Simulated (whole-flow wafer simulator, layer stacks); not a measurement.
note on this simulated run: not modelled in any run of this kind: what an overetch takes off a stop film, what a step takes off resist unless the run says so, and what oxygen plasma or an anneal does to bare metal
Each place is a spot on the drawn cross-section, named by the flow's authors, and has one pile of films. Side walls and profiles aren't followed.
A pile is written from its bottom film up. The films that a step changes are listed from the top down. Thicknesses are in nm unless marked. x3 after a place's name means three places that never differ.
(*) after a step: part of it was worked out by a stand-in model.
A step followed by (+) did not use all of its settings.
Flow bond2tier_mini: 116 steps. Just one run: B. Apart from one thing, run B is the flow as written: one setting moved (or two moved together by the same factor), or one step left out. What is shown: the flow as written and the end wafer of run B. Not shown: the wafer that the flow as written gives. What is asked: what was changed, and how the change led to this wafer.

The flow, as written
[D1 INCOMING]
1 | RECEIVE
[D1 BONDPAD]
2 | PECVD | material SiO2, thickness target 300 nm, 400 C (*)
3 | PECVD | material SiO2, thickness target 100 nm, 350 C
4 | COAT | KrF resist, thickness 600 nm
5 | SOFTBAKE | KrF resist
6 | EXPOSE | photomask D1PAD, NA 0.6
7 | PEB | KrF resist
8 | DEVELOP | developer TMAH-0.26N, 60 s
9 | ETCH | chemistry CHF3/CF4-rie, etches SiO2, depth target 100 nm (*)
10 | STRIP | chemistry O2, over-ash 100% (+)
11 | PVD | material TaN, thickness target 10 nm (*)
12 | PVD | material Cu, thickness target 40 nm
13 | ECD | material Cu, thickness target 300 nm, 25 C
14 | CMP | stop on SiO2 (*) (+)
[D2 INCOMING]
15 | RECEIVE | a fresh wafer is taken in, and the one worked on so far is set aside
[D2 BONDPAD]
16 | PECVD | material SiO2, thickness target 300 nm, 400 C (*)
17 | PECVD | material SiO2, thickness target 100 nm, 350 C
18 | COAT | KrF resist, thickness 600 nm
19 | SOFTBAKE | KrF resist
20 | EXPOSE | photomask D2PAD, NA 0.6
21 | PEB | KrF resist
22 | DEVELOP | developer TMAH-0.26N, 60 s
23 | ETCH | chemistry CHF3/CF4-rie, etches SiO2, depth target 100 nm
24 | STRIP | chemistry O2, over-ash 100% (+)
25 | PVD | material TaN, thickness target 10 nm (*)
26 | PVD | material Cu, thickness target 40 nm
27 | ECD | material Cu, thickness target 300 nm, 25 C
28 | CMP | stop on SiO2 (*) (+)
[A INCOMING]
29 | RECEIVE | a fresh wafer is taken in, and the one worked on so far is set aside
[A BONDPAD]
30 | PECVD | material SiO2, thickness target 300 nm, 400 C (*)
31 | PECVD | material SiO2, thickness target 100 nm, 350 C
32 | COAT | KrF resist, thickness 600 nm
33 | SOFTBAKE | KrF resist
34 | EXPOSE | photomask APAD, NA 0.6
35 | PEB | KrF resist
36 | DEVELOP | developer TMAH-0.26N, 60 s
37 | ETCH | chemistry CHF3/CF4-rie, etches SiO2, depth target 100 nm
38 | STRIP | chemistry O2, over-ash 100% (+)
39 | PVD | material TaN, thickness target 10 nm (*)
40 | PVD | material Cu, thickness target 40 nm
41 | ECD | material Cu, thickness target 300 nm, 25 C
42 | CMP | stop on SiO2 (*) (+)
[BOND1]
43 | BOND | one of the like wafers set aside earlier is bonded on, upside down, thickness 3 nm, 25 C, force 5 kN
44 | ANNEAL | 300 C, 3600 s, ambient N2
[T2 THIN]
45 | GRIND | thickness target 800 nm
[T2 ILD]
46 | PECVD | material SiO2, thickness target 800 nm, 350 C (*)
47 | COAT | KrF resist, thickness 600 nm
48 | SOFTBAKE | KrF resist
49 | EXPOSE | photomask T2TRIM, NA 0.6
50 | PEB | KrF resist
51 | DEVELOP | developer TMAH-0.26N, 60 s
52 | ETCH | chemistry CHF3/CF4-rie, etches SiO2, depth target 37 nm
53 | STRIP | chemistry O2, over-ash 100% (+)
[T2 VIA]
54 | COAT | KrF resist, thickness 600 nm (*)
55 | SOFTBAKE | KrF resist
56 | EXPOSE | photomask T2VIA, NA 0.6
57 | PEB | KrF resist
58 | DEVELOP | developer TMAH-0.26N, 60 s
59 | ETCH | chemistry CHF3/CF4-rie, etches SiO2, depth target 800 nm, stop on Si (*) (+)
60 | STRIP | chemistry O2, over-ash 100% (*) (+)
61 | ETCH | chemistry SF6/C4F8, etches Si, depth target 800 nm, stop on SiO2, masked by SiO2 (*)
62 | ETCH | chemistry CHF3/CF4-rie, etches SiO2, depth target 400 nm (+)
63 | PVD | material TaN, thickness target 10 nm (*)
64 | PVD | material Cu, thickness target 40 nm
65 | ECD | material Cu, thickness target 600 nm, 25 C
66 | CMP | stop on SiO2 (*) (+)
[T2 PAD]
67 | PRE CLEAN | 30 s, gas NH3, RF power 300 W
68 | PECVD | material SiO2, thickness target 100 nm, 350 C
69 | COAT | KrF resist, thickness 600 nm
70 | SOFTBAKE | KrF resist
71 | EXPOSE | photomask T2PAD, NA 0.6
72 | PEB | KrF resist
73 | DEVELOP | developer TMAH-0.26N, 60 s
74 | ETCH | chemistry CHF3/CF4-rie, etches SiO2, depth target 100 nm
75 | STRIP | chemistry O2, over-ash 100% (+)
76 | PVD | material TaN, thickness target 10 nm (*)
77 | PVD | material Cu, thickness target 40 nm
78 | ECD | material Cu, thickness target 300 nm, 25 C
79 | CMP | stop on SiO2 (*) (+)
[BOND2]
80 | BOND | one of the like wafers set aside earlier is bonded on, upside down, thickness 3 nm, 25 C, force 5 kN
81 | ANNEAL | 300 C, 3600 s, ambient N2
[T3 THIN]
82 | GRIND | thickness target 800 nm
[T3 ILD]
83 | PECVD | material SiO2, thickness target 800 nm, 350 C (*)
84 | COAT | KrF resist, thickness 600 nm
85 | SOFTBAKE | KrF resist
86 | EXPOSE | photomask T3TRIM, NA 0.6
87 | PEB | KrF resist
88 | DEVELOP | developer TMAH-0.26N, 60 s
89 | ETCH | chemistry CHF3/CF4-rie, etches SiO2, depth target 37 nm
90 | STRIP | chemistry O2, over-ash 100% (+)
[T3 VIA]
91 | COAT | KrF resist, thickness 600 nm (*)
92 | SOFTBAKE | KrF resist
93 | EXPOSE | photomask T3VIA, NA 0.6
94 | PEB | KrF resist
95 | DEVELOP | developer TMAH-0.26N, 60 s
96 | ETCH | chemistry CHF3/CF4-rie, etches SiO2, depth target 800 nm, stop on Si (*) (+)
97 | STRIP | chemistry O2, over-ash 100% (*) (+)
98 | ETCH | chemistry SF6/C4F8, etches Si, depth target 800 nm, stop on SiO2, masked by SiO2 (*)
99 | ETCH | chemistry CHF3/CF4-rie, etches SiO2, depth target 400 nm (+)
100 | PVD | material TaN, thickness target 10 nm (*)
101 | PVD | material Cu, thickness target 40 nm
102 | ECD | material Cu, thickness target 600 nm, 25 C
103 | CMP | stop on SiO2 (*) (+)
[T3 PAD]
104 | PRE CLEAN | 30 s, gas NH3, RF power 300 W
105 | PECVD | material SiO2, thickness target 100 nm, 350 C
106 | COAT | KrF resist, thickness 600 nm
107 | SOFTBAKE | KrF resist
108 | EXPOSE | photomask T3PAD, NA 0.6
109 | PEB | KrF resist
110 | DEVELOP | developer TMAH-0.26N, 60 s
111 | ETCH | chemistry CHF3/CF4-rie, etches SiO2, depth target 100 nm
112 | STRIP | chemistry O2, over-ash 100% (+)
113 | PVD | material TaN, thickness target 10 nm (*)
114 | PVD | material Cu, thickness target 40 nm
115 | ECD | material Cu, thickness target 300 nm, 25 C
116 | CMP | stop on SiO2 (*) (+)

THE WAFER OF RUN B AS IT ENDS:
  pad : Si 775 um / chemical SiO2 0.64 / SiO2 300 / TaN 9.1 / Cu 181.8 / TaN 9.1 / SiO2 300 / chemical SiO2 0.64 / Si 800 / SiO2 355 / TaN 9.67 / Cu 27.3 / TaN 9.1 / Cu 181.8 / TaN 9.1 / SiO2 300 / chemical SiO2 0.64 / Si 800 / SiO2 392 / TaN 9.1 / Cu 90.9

Cause: step 89, ETCH: chemistry CHF3/CF4-rie, etches SiO2, depth target 37 nm, was not run.

Step by step, how the change led to this:
  90 | STRIP | chemistry O2, over-ash 100% (+)
      field: -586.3 KrF resist (all of it) (it would be, as written: -573.9 KrF resist (all of it))
  91 | COAT | KrF resist, thickness 600 nm (*)
      field: +600 KrF resist (new film) (it would be, as written: +584.3 KrF resist (new film))
      pad: +600 KrF resist (new film) (it would be, as written: +616.4 KrF resist (new film))
  97 | STRIP | chemistry O2, over-ash 100% (*) (+)
      field: -319.6 KrF resist (all of it) (it would be, as written: -303.9 KrF resist (all of it))
      pad: -319.6 KrF resist (all of it) (it would be, as written: -336 KrF resist (all of it))
  101 | PVD | material Cu, thickness target 40 nm
      pad: +40 Cu (new film) (it would be, as written: +38.7 Cu (new film))
  102 | ECD | material Cu, thickness target 600 nm, 25 C
      pad: +600 Cu (it would be, as written: +638.7 Cu)
  103 | CMP | stop on SiO2 (*) (+)
      pad: -640 Cu (all of it), -10 TaN (all of it) (it would be, as written: -650 Cu)
  105 | PECVD | material SiO2, thickness target 100 nm, 350 C
      pad: +100 SiO2 (it would be, as written: +100 SiO2 (new film))
  111 | ETCH | chemistry CHF3/CF4-rie, etches SiO2, depth target 100 nm
      pad: -100 SiO2 (it would be, as written: -100 SiO2 (all of it))
